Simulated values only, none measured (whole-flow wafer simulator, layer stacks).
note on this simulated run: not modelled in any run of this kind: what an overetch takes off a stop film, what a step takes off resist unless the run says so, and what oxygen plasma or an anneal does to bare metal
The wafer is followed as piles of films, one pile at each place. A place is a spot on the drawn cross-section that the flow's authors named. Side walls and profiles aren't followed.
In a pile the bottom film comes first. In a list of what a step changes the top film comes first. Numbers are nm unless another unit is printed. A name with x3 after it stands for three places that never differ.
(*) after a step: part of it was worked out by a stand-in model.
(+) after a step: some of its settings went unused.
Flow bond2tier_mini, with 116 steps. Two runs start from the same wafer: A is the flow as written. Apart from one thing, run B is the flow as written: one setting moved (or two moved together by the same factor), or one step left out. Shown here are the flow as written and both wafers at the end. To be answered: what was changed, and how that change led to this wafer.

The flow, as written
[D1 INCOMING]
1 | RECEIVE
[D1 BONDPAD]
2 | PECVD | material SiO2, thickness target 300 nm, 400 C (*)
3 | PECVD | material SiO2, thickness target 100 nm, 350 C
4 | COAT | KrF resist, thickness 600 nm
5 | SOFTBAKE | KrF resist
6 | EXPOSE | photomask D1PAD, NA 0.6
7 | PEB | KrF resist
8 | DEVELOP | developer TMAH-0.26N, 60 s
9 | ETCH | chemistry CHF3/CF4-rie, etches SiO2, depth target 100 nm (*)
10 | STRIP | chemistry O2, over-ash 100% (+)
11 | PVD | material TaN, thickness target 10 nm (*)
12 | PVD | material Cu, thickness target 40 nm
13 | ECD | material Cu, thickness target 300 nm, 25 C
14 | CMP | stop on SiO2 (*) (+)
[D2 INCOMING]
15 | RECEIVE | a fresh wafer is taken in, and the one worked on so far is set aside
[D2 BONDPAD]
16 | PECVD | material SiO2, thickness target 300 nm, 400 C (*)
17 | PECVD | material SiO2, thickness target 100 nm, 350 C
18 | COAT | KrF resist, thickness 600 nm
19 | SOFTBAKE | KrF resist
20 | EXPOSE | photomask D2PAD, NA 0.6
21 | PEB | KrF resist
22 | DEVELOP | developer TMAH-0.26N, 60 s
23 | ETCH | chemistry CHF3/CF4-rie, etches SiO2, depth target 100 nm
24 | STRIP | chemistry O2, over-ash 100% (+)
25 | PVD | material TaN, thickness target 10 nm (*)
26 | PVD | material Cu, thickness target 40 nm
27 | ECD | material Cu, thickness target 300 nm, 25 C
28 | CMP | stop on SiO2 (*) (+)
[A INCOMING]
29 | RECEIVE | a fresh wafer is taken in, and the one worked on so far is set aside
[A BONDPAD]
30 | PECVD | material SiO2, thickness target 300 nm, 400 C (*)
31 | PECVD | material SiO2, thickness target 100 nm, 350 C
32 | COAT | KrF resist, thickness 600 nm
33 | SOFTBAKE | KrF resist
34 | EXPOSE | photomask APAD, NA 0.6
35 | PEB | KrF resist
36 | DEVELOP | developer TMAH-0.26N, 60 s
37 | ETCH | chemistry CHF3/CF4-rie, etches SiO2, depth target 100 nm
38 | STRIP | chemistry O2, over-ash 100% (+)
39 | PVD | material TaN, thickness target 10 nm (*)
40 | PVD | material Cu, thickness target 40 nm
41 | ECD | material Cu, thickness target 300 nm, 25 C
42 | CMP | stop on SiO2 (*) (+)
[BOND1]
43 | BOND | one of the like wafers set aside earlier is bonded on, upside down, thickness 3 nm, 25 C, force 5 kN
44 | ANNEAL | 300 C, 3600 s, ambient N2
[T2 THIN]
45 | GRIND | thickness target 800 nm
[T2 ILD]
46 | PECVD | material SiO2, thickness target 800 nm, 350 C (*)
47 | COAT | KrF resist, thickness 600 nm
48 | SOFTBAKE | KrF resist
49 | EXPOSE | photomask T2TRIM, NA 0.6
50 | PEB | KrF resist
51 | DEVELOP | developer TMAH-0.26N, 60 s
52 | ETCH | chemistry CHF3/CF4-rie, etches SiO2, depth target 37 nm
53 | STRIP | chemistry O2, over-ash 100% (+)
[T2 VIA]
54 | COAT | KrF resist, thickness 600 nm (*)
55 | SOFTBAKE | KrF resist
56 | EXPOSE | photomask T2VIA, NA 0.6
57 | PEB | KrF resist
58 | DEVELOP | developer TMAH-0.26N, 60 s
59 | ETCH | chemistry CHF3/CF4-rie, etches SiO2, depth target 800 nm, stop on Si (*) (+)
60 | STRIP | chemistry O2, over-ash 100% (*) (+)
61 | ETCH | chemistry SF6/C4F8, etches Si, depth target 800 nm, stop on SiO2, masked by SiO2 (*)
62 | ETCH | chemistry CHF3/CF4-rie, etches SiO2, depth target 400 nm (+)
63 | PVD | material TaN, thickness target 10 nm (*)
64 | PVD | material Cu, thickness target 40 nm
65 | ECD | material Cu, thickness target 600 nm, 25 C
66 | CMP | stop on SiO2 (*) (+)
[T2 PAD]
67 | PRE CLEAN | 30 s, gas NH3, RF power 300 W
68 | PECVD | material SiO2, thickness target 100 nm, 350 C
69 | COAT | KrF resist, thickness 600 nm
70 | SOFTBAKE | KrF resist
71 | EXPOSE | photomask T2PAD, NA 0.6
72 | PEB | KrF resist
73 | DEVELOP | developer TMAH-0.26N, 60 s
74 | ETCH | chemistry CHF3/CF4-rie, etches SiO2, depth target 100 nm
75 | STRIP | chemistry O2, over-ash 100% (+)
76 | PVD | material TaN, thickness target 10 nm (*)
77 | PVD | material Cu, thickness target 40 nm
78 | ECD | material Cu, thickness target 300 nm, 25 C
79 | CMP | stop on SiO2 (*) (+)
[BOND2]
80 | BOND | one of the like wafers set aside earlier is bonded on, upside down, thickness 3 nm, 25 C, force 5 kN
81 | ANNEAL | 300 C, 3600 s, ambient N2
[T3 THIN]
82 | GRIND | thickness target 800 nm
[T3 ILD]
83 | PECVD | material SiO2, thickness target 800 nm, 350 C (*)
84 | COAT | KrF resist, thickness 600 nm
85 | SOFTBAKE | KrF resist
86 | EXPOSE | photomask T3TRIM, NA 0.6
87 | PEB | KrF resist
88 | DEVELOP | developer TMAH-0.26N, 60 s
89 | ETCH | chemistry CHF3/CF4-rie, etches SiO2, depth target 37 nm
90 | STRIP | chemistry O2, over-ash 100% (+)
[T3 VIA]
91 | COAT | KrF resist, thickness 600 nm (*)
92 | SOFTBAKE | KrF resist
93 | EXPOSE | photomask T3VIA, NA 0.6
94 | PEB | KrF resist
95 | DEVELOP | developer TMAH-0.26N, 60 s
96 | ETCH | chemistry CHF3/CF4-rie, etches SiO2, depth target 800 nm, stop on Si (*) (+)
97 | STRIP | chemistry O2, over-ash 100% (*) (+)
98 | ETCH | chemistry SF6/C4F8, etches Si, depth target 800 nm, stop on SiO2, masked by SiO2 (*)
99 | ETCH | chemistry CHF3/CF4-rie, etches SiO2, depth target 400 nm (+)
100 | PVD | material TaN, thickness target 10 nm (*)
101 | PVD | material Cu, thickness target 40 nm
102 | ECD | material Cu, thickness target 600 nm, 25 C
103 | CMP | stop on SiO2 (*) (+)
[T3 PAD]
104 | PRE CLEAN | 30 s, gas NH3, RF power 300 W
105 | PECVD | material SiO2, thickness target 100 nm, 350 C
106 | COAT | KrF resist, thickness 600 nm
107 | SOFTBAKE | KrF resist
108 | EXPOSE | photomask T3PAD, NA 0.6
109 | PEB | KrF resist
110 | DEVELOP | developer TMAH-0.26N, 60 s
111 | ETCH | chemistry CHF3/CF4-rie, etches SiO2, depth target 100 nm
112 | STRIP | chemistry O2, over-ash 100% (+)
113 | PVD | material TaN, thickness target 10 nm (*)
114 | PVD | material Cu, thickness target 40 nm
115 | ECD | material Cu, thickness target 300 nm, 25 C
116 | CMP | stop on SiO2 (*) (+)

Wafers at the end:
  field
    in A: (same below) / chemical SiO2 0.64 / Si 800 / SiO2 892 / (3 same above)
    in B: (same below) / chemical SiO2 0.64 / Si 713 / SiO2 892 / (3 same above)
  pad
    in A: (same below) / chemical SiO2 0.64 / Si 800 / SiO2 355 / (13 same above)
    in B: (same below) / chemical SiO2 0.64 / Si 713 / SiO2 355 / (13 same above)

Cause: step 45, GRIND: thickness target 713 nm was run, though the flow has thickness target 800 nm.
The wafer lets one read it off: field has Si 713, and step 45 as written asks for 800 nm.

Step by step, how the change led to this:
  45 | GRIND | thickness target 800 nm
      field, pad, via: A -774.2 um Si | B -774.29 um Si
